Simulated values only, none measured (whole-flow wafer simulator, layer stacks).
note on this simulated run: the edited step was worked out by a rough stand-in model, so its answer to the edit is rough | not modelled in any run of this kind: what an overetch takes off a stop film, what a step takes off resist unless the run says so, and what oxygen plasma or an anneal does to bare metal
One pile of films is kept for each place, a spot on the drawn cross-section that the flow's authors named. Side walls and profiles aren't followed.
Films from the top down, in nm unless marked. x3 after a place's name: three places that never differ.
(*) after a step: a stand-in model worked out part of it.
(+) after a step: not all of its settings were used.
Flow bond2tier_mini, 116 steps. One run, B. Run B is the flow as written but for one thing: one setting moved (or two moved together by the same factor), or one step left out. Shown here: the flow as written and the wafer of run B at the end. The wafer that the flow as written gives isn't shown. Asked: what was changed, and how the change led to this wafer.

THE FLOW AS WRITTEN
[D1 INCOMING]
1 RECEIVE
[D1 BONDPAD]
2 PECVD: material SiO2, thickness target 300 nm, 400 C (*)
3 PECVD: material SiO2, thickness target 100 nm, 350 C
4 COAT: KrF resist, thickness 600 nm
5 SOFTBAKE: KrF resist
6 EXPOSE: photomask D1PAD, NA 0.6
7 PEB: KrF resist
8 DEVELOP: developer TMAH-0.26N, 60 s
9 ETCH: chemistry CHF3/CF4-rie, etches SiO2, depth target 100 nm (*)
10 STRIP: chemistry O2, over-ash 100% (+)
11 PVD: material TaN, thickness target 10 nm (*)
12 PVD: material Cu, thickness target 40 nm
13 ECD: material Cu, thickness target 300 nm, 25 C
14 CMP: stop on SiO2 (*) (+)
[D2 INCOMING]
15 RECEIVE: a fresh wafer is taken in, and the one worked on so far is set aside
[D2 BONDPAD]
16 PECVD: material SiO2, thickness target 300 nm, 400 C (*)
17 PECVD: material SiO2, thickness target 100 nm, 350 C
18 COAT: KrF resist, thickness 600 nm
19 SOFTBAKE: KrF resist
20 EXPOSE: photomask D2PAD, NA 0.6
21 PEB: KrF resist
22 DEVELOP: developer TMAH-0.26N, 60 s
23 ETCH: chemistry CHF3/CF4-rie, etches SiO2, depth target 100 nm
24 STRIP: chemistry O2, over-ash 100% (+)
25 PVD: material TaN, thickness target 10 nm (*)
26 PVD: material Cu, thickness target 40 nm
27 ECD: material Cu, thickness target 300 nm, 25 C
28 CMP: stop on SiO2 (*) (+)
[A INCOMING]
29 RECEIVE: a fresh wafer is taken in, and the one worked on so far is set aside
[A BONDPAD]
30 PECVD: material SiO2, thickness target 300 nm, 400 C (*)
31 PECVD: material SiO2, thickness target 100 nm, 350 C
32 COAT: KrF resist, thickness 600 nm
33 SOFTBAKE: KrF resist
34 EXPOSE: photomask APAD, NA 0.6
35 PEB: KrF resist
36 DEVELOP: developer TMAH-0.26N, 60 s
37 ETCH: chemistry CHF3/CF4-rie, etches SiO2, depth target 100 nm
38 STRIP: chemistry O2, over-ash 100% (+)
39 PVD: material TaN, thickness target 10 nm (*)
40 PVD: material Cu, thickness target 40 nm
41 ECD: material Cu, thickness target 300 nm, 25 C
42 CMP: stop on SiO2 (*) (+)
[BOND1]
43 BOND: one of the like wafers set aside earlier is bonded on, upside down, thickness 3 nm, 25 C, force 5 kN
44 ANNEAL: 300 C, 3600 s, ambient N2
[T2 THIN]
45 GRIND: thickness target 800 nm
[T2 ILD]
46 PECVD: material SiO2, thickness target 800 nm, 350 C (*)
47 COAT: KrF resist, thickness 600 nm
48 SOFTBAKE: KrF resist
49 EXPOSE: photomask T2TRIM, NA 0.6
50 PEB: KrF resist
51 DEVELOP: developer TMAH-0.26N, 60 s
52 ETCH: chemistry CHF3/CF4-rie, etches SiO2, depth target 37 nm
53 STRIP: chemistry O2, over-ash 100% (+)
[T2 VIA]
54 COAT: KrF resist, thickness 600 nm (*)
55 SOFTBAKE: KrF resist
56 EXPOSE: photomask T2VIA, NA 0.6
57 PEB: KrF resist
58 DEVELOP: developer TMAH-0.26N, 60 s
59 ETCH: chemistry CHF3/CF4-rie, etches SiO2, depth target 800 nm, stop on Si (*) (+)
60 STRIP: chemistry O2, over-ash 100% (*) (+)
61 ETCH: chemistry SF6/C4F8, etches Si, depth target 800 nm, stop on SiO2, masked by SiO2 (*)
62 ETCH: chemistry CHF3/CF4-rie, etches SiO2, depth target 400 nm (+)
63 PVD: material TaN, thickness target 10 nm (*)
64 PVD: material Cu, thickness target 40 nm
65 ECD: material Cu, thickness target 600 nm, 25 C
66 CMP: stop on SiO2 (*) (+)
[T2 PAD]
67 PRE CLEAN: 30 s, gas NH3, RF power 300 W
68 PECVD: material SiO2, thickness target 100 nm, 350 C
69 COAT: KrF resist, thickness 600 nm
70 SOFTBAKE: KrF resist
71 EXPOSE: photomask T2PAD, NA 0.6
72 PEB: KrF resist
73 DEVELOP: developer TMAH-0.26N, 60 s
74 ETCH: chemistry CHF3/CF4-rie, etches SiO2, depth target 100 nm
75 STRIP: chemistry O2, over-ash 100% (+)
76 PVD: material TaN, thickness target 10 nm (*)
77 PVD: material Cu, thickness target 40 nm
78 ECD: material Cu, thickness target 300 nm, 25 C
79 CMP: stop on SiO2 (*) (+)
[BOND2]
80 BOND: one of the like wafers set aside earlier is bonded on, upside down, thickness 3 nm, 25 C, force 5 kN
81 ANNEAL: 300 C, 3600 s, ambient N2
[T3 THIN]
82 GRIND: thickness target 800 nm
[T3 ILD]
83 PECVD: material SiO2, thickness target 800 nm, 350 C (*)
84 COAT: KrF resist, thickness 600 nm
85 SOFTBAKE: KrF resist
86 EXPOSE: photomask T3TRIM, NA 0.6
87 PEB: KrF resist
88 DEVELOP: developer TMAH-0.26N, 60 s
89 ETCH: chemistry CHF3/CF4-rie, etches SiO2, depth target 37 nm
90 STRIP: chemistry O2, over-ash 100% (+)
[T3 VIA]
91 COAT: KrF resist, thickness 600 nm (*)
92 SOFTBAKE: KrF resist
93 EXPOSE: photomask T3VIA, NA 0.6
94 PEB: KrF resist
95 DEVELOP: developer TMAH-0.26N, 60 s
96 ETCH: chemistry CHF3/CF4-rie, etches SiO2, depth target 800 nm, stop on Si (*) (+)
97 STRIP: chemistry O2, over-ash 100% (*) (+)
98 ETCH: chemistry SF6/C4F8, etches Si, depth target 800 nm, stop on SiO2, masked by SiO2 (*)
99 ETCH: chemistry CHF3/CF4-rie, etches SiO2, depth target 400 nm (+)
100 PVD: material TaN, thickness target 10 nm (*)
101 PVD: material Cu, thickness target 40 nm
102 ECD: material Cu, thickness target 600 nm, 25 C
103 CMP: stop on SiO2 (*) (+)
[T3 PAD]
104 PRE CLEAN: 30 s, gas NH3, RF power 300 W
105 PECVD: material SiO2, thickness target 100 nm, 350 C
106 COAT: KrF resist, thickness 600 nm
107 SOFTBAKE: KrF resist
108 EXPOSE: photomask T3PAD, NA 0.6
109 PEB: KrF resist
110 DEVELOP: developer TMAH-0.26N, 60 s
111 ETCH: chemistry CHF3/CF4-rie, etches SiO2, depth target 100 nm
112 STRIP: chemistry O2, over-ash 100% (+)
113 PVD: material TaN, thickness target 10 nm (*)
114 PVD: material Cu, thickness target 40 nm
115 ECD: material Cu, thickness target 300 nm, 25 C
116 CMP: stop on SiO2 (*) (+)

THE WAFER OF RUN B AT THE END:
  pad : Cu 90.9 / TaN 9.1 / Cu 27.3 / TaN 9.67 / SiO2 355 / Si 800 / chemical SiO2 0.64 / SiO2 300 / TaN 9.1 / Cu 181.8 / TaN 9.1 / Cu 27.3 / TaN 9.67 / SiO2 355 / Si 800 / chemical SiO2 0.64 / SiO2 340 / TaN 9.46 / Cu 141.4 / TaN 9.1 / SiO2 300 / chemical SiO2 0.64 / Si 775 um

The cause: step 9, ETCH: depth target 60 nm was run, where the flow has depth target 100 nm.

How the change led to this, step by step:
  9 ETCH: chemistry CHF3/CF4-rie, etches SiO2, depth target 100 nm (*)
      pad, via: SiO2 -60 (as written it would be: SiO2 -100)
      field: KrF resist -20 (as written it would be: KrF resist -33.3)
  10 STRIP: chemistry O2, over-ash 100% (+)
      field: KrF resist -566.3 (all of it) (as written it would be: KrF resist -552.9 (all of it))
  12 PVD: material Cu, thickness target 40 nm
      pad: Cu +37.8 (new film) (as written it would be: Cu +36.4 (new film))
  13 ECD: material Cu, thickness target 300 nm, 25 C
      pad: Cu +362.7 (as written it would be: Cu +404.5)
      via: Cu +360 (as written it would be: Cu +400.2)
  43 BOND: one of the like wafers set aside earlier is bonded on, upside down, thickness 3 nm, 25 C, force 5 kN
      pad: Si +775 um (new film), chemical SiO2 +0.64 (new film), SiO2 +340 (new film), TaN +9.46 (new film), Cu +50.5 (as written it would be: Si +775 um (new film), chemical SiO2 +0.64 (new film), SiO2 +300 (new film), TaN +9.1 (new film), Cu +90.9)
      via: Si +775 um (new film), chemical SiO2 +0.64 (new film), SiO2 +340 (new film), TaN +9.99 (new film), Cu +50 (as written it would be: Si +775 um (new film), chemical SiO2 +0.64 (new film), SiO2 +300 (new film), TaN +9.97 (new film), Cu +90)
